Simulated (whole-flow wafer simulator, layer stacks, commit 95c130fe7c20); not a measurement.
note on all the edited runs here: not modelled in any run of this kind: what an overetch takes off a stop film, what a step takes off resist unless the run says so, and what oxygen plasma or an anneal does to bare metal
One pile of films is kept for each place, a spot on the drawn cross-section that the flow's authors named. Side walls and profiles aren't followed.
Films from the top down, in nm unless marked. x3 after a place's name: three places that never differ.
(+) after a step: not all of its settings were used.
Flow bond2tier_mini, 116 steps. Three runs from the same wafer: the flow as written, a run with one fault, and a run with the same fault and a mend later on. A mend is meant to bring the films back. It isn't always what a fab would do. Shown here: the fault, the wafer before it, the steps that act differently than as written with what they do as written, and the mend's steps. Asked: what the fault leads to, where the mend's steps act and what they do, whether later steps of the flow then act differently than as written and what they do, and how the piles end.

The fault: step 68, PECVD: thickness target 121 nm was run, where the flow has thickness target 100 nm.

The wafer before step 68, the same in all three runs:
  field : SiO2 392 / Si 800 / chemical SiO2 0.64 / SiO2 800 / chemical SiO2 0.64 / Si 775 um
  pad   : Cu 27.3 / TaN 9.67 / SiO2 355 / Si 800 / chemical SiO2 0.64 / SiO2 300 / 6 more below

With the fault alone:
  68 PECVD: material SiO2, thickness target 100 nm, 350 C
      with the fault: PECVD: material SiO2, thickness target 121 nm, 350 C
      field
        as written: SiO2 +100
        with the fault: SiO2 +121
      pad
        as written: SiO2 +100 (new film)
        with the fault: SiO2 +121 (new film)
  Later steps of the flow that act differently than as written:
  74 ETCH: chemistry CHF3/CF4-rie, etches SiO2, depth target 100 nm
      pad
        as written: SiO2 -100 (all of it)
        with the fault: SiO2 -100
  At the end the piles differ from the flow's by more than 2% or 0.5 nm, whichever is larger, at field, pad.
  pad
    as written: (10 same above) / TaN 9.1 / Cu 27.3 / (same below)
    with the fault: (10 same above) / TaN 9.1 / SiO2 21 / Cu 27.3 / (same below)
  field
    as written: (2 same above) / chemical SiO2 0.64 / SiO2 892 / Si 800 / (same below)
    with the fault: (2 same above) / chemical SiO2 0.64 / SiO2 913 / Si 800 / (same below)

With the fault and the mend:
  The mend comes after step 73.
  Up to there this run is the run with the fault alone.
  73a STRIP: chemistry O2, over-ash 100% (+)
      field
        KrF resist -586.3 (all of it)
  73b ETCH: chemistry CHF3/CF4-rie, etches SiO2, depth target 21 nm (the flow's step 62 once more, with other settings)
      field, pad
        SiO2 -21
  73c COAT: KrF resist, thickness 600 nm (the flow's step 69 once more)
      field, pad
        KrF resist +600 (new film)
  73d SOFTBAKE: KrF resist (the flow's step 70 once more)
      changes no film at any place that is followed
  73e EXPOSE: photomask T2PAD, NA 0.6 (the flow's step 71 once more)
      changes no film at any place that is followed
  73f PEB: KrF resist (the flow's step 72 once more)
      changes no film at any place that is followed
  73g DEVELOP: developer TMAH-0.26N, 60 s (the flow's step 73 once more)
      field
        KrF resist -13.7
      pad
        KrF resist -600 (all of it)
  No later step of the flow acts differently than as written at any place that is followed.
  At the end the piles are the same as the flow's at every place that both follow.
